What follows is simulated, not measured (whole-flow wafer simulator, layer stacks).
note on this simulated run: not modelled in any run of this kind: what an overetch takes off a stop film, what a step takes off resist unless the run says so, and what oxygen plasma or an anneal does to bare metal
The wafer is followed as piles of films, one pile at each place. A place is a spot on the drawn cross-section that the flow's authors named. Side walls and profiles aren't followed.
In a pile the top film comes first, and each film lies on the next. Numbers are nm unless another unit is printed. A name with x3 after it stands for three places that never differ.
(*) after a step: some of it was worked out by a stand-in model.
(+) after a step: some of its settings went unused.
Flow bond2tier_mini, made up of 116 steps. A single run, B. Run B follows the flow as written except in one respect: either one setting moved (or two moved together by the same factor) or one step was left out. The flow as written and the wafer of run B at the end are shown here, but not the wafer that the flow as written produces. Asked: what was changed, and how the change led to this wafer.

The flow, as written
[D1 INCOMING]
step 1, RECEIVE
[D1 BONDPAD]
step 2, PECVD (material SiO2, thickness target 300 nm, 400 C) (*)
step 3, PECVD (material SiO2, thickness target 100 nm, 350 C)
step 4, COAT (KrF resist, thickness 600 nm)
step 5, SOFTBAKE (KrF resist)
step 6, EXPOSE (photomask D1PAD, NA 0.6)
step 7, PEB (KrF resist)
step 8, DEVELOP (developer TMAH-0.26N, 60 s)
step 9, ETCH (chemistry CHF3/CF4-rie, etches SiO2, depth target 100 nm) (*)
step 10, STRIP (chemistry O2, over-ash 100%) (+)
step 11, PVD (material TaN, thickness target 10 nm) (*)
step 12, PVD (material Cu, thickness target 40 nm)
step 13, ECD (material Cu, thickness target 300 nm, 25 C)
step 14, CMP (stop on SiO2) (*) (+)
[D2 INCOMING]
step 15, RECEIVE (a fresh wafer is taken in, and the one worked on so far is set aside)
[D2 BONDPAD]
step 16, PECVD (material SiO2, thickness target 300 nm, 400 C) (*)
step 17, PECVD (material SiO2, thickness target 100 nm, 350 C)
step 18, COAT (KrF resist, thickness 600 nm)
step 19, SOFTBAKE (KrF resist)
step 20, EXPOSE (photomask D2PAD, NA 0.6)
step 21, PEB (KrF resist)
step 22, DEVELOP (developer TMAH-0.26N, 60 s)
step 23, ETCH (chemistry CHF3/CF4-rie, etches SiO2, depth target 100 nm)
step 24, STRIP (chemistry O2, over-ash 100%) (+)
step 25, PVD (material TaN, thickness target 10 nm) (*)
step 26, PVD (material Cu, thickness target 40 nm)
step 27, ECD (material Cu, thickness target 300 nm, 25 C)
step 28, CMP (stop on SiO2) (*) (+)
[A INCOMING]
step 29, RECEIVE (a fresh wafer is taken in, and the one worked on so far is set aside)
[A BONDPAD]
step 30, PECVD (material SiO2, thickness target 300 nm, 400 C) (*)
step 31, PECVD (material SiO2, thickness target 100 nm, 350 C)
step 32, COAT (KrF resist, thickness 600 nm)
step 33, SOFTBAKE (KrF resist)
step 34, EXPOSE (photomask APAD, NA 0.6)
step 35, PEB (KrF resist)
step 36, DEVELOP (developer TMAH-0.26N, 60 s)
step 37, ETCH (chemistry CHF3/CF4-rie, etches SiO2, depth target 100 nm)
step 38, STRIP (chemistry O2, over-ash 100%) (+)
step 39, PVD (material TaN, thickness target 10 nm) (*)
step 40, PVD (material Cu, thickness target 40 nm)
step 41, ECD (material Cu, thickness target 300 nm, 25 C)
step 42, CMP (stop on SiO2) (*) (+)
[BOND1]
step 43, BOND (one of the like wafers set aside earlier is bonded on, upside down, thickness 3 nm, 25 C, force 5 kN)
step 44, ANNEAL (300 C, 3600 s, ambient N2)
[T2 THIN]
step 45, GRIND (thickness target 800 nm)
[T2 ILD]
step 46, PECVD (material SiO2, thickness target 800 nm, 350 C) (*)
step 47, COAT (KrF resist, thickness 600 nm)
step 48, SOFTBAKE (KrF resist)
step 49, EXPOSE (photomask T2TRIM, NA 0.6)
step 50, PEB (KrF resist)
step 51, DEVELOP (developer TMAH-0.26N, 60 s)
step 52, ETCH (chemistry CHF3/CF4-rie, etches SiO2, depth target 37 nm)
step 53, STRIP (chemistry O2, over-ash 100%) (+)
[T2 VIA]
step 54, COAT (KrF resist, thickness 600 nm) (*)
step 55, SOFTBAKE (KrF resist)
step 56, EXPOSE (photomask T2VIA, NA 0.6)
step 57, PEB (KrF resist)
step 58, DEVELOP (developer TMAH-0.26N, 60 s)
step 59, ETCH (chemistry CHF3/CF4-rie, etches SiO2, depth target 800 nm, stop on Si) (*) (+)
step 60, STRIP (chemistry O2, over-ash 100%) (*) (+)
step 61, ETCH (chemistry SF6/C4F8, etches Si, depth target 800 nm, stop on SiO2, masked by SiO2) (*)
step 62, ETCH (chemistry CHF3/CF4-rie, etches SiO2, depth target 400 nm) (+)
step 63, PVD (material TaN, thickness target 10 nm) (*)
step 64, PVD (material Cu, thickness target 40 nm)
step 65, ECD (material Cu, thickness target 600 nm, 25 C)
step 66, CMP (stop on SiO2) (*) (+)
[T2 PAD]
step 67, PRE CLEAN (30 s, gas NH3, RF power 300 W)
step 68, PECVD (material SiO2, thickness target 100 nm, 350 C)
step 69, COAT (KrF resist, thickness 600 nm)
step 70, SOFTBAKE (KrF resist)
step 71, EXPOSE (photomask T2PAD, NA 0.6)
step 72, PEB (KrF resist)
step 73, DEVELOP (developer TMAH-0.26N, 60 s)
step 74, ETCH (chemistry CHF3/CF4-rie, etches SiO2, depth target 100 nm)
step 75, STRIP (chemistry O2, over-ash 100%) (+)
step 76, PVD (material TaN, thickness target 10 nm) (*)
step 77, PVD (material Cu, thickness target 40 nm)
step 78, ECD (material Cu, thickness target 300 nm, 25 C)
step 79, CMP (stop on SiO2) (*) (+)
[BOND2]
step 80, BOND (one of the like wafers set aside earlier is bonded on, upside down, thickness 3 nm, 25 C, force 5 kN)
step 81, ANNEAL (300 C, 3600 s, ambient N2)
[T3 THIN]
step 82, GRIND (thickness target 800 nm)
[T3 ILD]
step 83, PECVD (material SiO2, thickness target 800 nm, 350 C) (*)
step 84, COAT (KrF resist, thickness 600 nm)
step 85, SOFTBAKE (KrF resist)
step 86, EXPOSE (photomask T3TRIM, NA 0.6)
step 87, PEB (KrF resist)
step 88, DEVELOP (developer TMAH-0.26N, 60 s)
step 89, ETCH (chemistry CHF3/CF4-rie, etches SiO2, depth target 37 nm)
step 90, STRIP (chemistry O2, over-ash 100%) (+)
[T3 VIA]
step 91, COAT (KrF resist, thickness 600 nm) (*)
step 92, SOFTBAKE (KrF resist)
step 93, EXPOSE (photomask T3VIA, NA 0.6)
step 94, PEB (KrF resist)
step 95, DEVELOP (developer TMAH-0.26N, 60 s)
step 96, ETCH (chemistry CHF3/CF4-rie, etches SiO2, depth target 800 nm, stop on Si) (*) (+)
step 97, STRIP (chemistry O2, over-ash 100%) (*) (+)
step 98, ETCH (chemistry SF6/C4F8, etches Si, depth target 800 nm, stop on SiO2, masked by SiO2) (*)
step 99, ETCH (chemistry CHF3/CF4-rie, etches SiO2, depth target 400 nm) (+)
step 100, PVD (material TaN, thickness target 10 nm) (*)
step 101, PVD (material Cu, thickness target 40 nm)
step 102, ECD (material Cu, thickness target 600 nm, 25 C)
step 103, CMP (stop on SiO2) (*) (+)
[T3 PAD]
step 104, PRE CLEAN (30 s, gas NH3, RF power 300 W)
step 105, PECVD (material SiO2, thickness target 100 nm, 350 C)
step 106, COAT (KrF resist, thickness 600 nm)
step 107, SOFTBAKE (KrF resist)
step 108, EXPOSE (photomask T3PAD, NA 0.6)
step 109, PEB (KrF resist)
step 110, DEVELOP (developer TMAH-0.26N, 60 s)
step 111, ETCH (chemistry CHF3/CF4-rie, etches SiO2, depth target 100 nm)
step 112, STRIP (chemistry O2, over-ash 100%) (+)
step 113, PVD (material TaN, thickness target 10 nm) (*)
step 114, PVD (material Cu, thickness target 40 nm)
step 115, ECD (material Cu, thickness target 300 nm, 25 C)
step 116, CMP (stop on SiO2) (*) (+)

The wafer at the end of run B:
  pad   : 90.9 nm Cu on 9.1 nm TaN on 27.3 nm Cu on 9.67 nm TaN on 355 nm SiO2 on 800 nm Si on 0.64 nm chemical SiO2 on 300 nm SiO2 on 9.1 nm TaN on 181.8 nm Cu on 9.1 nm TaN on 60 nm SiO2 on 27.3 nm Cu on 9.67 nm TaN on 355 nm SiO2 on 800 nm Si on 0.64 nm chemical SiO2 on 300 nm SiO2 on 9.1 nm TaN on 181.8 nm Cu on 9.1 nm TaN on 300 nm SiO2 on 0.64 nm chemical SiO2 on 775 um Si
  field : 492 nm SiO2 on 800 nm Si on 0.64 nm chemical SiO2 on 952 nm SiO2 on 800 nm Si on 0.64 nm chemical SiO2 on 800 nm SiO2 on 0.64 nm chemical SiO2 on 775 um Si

The reason: step 68, PECVD: thickness target 160 nm was run, though the flow has thickness target 100 nm.

The path from the change to this, step by step:
  step 68, PECVD (material SiO2, thickness target 100 nm, 350 C)
      field: +160 SiO2 (as written it would have been: +100 SiO2)
      pad: +160 SiO2 (new film) (as written it would have been: +100 SiO2 (new film))
  step 74, ETCH (chemistry CHF3/CF4-rie, etches SiO2, depth target 100 nm)
      pad: -100 SiO2 (as written it would have been: -100 SiO2 (all of it))
With metal films that touch counted as one body, pad has 4 bodies (between them, from the top down: SiO2 355 / Si 800 / chemical SiO2 0.64 / SiO2 300; SiO2 60; SiO2 355 / Si 800 / chemical SiO2 0.64 / SiO2 300); the flow as written gives 3 bodies (between them, from the top down: SiO2 355 / Si 800 / chemical SiO2 0.64 / SiO2 300; SiO2 355 / Si 800 / chemical SiO2 0.64 / SiO2 300).
